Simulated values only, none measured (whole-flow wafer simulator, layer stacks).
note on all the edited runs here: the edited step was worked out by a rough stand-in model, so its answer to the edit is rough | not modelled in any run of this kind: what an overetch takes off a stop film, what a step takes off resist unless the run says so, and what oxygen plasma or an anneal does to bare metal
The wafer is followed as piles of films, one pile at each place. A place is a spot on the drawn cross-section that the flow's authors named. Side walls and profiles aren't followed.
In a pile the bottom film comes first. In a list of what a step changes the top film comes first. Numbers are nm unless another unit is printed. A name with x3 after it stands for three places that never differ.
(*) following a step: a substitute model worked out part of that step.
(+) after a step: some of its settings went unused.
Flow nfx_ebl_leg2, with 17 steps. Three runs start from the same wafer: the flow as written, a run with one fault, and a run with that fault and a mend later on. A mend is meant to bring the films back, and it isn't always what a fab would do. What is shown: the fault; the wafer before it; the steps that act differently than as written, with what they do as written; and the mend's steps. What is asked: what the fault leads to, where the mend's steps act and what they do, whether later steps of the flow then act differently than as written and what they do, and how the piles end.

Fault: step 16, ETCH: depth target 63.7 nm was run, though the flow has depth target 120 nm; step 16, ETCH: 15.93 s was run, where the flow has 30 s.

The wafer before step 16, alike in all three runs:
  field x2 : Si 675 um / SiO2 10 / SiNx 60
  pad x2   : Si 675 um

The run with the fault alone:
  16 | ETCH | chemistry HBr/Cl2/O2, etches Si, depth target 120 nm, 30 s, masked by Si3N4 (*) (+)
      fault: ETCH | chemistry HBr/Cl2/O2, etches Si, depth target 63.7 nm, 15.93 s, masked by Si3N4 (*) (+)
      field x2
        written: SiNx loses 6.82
        fault: SiNx loses 3.62
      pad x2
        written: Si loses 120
        fault: Si loses 63.7
  Later steps of the flow that are run all act as written at every place that is followed.
  The piles end different from the flow's at field x2 by more than 2% or 0.5 nm, whichever is larger.
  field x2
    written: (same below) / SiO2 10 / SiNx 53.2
    fault: (same below) / SiO2 10 / SiNx 56.4

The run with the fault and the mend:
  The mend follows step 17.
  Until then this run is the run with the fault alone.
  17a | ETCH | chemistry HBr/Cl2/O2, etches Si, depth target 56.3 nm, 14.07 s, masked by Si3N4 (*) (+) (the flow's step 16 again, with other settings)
      field x2
        SiNx loses 3.2
      pad x2
        Si loses 56.3
  Later steps of the flow that are run all act as written at every place that is followed.
  By the end, the piles equal the flow's at every place that both follow.
